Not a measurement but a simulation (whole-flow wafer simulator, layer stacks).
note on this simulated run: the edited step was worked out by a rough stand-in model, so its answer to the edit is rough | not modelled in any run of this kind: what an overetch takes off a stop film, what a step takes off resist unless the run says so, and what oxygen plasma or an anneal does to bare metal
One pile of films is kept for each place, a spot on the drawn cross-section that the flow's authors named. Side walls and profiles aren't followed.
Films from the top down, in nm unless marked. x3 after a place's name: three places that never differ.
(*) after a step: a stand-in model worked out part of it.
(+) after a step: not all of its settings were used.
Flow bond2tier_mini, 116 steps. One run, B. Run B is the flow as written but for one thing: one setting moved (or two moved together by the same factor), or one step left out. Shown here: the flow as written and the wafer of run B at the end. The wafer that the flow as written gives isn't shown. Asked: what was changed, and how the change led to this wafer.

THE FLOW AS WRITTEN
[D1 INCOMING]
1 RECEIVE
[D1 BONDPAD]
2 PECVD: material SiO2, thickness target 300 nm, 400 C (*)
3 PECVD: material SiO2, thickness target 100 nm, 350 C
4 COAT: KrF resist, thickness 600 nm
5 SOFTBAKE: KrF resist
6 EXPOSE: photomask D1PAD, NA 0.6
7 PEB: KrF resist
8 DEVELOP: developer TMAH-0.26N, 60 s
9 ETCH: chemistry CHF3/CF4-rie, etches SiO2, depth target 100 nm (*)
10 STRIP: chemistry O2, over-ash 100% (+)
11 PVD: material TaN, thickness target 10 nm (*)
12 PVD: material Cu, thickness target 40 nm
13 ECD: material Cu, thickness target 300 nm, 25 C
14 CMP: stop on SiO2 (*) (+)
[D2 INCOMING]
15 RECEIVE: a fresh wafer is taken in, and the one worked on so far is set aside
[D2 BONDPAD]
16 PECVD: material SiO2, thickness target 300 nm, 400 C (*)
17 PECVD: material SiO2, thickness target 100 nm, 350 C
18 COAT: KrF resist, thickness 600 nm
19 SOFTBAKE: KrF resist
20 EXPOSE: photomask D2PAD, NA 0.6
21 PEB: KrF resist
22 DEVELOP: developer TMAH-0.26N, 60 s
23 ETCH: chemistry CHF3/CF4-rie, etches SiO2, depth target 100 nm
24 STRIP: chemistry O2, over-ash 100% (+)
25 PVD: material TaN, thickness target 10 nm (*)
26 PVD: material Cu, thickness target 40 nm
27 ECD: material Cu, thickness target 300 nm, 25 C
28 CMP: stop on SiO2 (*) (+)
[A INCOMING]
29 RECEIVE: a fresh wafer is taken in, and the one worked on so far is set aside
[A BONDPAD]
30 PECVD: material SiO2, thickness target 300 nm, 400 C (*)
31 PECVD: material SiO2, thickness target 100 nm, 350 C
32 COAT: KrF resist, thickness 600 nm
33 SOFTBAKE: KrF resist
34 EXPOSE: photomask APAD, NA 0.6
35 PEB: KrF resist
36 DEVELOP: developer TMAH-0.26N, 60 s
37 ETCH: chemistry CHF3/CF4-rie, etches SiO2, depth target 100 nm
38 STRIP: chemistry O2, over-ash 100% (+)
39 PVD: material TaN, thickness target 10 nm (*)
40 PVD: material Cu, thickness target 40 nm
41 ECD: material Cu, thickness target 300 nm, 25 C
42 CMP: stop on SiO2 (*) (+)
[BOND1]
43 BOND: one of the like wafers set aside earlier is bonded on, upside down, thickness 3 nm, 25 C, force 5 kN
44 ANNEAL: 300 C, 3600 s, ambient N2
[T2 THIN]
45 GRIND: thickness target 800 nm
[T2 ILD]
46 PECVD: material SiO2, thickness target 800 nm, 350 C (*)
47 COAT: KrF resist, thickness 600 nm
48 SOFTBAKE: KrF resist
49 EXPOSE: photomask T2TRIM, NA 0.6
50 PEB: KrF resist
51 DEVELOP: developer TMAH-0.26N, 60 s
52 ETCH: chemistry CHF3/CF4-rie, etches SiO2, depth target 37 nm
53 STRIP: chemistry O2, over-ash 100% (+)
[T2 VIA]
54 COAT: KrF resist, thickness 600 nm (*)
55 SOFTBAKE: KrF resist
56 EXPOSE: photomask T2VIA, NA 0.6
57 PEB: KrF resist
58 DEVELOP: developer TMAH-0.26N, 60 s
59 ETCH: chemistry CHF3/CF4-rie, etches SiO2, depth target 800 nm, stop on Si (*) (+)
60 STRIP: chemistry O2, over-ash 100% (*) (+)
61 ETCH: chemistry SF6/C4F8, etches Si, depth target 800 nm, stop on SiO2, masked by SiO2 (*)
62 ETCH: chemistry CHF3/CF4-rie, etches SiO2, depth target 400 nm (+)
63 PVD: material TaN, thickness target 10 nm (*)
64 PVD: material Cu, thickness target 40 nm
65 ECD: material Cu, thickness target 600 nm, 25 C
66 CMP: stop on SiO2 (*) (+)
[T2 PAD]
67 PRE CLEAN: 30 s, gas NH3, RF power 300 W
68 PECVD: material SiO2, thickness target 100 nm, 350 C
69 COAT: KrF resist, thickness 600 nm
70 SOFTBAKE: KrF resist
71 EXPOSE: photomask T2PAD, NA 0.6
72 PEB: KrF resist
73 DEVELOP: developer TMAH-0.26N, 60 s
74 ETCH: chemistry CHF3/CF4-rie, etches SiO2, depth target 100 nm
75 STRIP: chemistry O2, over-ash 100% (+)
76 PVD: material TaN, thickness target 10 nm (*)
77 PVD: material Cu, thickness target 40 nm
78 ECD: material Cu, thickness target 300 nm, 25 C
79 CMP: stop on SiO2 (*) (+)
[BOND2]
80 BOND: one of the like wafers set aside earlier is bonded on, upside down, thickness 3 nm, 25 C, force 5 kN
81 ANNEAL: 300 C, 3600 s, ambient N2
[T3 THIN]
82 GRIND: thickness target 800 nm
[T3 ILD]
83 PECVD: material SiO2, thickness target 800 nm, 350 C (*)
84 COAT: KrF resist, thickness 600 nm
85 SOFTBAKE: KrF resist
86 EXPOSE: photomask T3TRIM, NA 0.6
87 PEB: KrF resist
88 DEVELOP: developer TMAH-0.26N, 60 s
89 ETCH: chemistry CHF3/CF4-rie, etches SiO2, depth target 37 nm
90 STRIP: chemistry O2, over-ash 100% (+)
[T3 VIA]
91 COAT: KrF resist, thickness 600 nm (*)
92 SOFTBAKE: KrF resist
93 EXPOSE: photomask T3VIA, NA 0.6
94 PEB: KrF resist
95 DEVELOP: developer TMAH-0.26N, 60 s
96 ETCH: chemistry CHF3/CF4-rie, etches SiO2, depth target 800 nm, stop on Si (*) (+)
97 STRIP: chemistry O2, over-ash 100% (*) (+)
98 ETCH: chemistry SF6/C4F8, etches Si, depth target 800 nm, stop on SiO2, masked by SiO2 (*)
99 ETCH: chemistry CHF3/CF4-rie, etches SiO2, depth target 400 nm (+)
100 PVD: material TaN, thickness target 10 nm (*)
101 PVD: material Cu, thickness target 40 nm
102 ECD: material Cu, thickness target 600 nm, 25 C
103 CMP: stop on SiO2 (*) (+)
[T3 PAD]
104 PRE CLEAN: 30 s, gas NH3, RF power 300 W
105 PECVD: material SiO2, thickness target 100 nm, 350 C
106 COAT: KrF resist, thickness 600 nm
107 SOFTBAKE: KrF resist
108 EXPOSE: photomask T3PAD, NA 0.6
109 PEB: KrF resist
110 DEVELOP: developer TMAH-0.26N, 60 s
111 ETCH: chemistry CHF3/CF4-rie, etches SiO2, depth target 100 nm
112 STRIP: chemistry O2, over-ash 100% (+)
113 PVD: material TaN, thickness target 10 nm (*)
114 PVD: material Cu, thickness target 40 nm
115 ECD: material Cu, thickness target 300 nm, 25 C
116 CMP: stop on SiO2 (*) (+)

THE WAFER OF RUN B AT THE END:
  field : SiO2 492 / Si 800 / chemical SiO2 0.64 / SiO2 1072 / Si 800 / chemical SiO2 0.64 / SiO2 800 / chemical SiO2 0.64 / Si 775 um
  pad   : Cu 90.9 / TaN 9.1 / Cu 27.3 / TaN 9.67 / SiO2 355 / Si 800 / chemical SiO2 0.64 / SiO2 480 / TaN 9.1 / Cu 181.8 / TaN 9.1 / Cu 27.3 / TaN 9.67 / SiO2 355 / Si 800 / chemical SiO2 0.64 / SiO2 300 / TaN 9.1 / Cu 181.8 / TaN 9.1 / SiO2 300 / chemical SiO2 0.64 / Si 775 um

The cause: step 16, PECVD: thickness target 480 nm was run, where the flow has thickness target 300 nm.
It can be read off the wafer: pad has SiO2 480, and step 16 as written asks for 300 nm.

How the change led to this, step by step:
  16 PECVD: material SiO2, thickness target 300 nm, 400 C (*)
      field, pad, via: SiO2 +480 (new film) (as written it would be: SiO2 +300 (new film))
  80 BOND: one of the like wafers set aside earlier is bonded on, upside down, thickness 3 nm, 25 C, force 5 kN
      field: Si +775 um (new film), chemical SiO2 +0.64 (new film), SiO2 +580 (as written it would be: Si +775 um (new film), chemical SiO2 +0.64 (new film), SiO2 +400)
      pad: Si +775 um (new film), chemical SiO2 +0.64 (new film), SiO2 +480 (new film), TaN +9.1 (new film), Cu +90.9 (as written it would be: Si +775 um (new film), chemical SiO2 +0.64 (new film), SiO2 +300 (new film), TaN +9.1 (new film), Cu +90.9)
